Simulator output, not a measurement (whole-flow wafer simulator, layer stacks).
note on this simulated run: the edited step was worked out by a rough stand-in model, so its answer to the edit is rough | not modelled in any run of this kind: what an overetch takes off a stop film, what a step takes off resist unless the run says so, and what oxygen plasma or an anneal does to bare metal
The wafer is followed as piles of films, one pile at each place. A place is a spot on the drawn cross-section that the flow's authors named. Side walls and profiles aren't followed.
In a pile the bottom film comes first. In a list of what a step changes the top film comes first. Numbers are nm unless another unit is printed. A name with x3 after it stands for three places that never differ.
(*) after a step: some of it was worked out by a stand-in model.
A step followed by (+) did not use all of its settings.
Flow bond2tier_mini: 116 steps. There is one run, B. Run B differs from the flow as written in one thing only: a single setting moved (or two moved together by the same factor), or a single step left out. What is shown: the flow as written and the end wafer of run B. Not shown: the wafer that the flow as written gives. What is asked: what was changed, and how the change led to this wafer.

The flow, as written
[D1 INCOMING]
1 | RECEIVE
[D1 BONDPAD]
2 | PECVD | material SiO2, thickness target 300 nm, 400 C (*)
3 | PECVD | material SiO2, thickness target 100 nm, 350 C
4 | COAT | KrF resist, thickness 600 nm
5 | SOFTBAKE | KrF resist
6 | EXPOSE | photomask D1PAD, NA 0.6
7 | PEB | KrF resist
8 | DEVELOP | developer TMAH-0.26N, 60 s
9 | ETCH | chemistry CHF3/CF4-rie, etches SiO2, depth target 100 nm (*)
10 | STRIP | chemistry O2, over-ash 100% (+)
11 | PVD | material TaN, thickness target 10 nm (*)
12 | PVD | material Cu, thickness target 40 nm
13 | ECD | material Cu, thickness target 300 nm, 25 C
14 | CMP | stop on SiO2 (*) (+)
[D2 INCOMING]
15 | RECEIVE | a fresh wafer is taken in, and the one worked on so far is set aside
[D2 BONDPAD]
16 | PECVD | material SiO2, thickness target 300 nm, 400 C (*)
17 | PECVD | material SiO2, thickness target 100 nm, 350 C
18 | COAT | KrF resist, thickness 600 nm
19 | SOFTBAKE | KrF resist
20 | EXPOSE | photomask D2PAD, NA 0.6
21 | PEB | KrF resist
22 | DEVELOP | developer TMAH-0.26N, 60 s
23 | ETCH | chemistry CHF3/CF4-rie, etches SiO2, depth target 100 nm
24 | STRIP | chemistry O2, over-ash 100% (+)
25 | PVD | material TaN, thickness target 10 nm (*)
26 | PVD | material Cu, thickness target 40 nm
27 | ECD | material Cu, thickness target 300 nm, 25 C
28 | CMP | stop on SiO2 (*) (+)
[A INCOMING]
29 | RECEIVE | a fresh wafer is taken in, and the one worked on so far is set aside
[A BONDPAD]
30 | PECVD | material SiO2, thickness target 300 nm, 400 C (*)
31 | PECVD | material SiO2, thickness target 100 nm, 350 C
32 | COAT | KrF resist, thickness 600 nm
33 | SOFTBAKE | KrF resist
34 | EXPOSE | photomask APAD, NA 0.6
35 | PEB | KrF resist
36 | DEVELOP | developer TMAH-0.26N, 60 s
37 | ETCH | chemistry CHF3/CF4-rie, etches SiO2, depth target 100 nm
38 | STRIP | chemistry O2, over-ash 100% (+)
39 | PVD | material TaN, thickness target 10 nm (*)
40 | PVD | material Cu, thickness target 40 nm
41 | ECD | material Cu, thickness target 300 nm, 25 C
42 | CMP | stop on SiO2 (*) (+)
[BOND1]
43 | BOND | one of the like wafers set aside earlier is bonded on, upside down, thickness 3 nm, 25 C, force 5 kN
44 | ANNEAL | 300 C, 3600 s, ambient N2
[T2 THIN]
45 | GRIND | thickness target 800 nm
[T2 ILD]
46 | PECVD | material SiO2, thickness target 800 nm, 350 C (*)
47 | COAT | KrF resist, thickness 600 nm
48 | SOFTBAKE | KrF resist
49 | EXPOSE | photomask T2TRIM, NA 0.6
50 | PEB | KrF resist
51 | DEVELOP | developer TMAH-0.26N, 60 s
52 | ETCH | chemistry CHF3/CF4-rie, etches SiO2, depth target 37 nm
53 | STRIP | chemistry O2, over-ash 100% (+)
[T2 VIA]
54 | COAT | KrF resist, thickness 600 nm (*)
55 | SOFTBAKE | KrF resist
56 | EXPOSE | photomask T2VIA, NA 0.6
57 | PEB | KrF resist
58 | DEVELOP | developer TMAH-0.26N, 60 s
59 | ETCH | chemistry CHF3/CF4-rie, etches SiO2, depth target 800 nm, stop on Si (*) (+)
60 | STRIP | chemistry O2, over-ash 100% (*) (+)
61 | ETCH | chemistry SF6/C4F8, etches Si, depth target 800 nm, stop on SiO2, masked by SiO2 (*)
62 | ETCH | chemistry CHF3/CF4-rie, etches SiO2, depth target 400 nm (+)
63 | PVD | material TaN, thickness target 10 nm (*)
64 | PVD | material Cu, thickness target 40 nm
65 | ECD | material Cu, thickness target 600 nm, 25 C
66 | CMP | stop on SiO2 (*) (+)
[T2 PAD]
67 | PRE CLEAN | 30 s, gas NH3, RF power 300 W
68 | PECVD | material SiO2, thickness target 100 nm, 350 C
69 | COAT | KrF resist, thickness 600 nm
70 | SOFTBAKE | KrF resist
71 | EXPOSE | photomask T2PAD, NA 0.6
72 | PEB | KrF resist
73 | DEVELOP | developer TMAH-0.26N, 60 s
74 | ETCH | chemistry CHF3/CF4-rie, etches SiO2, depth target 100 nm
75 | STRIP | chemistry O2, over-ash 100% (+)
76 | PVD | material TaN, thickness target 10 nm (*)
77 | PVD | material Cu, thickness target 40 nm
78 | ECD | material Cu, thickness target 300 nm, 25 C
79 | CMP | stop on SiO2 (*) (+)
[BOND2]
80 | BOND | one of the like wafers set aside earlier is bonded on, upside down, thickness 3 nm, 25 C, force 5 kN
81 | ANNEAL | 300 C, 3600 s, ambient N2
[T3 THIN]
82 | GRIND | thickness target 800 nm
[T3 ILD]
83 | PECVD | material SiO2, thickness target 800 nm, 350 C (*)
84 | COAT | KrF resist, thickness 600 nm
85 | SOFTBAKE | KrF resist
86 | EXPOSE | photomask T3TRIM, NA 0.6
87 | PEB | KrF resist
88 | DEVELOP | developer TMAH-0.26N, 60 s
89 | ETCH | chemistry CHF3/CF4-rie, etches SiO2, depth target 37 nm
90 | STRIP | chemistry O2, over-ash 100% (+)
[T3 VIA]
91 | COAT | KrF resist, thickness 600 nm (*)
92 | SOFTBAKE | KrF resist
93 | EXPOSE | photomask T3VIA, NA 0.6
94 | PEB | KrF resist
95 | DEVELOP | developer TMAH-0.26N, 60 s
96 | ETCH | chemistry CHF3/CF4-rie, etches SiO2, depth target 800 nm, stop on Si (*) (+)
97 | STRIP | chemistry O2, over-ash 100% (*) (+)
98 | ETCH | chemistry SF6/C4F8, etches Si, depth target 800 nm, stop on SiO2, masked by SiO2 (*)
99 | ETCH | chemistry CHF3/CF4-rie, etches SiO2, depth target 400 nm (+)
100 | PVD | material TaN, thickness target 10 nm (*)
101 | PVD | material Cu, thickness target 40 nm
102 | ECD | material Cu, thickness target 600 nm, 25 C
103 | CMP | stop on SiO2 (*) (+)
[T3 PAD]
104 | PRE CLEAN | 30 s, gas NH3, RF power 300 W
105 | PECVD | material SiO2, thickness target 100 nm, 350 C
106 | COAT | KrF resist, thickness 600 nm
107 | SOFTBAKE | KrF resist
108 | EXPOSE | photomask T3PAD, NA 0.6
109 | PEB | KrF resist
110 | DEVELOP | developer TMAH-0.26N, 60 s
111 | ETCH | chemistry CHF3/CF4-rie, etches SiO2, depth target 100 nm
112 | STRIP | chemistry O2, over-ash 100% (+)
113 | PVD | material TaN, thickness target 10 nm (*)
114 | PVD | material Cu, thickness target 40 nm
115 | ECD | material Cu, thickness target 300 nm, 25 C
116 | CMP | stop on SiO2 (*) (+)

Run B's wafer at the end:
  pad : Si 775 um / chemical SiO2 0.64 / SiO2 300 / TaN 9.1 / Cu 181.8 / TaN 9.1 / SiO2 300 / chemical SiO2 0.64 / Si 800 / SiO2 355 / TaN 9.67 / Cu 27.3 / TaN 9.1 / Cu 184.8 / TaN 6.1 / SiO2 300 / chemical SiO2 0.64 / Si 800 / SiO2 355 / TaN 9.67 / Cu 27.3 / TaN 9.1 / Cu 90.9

What caused this: step 25, PVD: thickness target 6.7 nm was run, though the flow has thickness target 10 nm.

How this came from the change, step by step:
  25 | PVD | material TaN, thickness target 10 nm (*)
      field: +6.7 TaN (new film) (in the flow as written it would be: +10 TaN (new film))
      pad: +6.1 TaN (new film) (in the flow as written it would be: +9.1 TaN (new film))
      (and at 1 other place as well)
  28 | CMP | stop on SiO2 (*) (+)
      field: -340 Cu (all of it), -6.7 TaN (all of it) (in the flow as written it would be: -340 Cu (all of it), -10 TaN (all of it))
  80 | BOND | one of the like wafers set aside earlier is bonded on, upside down, thickness 3 nm, 25 C, force 5 kN
      pad: +775 um Si (new film), +0.64 chemical SiO2 (new film), +300 SiO2 (new film), +6.1 TaN (new film), +93.9 Cu (in the flow as written it would be: +775 um Si (new film), +0.64 chemical SiO2 (new film), +300 SiO2 (new film), +9.1 TaN (new film), +90.9 Cu)
